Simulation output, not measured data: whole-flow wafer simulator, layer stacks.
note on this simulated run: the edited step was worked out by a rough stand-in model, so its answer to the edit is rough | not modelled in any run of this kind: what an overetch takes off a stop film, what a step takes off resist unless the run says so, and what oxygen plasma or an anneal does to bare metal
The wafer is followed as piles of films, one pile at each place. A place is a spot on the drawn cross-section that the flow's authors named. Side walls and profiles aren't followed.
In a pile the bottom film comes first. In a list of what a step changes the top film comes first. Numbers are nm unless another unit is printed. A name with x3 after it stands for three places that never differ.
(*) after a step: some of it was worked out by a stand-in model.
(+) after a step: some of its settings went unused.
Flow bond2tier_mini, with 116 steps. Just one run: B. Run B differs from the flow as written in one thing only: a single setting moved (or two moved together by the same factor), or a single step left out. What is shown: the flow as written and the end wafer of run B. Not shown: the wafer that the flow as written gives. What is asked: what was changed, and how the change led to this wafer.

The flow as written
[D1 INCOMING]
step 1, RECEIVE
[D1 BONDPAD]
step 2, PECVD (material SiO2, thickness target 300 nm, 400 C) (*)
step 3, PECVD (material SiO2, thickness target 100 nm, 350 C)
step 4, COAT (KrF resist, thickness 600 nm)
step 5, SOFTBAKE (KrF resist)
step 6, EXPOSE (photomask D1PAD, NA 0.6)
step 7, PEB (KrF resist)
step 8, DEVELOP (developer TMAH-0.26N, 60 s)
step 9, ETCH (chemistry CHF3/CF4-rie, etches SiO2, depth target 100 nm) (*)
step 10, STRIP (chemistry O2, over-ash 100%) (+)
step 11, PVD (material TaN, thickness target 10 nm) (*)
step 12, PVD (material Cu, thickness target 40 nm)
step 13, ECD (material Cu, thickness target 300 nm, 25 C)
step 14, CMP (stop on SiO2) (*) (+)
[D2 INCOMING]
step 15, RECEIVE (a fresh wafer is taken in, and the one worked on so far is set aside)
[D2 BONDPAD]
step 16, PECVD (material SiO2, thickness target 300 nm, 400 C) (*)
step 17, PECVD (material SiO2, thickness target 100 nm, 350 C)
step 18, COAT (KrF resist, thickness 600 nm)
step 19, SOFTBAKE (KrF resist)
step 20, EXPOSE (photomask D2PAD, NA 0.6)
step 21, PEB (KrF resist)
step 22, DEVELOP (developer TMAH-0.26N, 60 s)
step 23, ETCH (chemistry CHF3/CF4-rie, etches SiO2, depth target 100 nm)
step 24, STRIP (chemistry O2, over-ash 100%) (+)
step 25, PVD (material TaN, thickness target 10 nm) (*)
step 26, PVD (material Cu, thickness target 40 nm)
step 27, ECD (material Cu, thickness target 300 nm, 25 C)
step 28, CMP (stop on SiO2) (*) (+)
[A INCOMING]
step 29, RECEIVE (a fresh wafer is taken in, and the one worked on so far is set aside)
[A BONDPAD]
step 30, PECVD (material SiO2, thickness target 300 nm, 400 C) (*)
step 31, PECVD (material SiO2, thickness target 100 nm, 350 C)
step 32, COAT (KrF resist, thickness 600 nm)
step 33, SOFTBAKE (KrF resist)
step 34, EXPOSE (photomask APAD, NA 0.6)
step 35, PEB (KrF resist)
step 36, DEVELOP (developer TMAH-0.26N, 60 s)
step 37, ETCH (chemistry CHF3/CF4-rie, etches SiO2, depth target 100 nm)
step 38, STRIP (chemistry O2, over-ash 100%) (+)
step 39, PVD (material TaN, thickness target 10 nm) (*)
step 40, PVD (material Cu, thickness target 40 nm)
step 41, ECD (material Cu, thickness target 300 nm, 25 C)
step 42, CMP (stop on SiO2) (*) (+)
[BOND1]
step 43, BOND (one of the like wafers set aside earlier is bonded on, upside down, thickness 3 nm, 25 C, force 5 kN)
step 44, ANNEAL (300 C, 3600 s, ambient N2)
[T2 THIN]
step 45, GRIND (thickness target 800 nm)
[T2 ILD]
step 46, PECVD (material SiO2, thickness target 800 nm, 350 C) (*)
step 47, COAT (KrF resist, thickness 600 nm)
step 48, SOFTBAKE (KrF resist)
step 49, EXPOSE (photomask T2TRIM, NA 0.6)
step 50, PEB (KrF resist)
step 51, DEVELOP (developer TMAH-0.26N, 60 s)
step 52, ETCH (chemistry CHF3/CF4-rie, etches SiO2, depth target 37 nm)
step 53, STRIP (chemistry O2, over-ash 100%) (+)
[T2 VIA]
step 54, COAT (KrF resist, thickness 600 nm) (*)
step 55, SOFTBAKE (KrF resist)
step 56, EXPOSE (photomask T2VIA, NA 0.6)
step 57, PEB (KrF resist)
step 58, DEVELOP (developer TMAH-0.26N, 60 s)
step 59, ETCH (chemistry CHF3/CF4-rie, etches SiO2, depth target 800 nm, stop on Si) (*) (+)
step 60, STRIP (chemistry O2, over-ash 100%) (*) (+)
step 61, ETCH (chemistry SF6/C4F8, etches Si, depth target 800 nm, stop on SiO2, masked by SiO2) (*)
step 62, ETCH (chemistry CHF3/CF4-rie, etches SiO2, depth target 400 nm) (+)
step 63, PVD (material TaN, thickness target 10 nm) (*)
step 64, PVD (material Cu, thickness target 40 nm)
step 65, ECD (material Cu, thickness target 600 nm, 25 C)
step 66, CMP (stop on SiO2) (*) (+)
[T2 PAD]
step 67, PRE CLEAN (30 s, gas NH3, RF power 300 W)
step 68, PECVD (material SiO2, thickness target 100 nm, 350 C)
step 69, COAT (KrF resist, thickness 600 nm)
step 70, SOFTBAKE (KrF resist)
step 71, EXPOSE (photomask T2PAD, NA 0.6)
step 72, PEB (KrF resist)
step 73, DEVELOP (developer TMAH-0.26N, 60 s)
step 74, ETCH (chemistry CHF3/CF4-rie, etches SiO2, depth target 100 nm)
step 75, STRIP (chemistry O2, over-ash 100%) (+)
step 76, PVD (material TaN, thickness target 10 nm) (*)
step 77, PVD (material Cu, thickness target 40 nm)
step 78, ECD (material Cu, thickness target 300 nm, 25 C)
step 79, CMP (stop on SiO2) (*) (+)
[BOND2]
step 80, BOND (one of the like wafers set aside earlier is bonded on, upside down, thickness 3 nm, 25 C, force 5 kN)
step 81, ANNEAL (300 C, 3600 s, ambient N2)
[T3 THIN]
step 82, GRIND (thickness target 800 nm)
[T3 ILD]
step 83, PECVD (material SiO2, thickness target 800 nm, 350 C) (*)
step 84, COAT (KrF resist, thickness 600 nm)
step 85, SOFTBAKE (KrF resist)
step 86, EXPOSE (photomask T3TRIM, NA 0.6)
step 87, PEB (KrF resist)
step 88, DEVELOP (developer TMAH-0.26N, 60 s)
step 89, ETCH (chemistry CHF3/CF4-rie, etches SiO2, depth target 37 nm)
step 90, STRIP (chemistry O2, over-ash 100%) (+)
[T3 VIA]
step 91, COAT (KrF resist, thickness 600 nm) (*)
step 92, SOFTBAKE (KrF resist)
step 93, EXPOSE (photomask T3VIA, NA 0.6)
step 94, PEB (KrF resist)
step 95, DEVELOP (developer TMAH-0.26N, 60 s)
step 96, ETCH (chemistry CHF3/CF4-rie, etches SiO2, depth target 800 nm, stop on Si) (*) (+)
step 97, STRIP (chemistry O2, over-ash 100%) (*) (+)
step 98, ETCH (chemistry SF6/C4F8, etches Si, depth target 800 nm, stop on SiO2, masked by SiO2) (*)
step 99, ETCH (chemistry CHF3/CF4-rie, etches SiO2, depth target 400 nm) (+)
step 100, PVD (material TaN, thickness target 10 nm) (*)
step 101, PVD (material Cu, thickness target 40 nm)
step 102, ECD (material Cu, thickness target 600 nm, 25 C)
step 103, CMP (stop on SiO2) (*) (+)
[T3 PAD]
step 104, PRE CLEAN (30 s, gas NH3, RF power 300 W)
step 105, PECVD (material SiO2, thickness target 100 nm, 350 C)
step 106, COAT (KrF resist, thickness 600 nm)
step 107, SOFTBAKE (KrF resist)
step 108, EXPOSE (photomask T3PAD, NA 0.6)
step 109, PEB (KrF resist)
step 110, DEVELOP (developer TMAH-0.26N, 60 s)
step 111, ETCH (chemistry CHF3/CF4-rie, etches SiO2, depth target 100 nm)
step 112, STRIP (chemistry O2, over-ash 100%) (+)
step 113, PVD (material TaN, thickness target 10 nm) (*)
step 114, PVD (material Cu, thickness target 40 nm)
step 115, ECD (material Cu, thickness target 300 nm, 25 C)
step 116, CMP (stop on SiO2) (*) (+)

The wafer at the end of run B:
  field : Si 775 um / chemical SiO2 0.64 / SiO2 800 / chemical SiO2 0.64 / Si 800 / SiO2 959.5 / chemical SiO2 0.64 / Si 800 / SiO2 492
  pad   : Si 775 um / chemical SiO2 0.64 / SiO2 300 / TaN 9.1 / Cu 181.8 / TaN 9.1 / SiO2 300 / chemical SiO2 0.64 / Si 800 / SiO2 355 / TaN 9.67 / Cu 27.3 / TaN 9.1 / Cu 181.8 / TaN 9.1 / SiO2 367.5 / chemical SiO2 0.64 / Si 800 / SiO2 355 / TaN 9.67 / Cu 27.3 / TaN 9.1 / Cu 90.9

Cause: step 16, PECVD: thickness target 367.5 nm was run, while the flow as written has thickness target 300 nm.
The wafer itself shows it: pad has SiO2 367.5, and step 16 as written asks for 300 nm.

How this came from the change, step by step:
  step 16, PECVD (material SiO2, thickness target 300 nm, 400 C) (*)
      field, pad, via: SiO2 gains 367.5 (new film) (as written it would have been: SiO2 gains 300 (new film))
  step 80, BOND (one of the like wafers set aside earlier is bonded on, upside down, thickness 3 nm, 25 C, force 5 kN)
      field: Si gains 775 um (new film), chemical SiO2 gains 0.64 (new film), SiO2 gains 467.5 (as written it would have been: Si gains 775 um (new film), chemical SiO2 gains 0.64 (new film), SiO2 gains 400)
      pad: Si gains 775 um (new film), chemical SiO2 gains 0.64 (new film), SiO2 gains 367.5 (new film), TaN gains 9.1 (new film), Cu gains 90.9 (as written it would have been: Si gains 775 um (new film), chemical SiO2 gains 0.64 (new film), SiO2 gains 300 (new film), TaN gains 9.1 (new film), Cu gains 90.9)
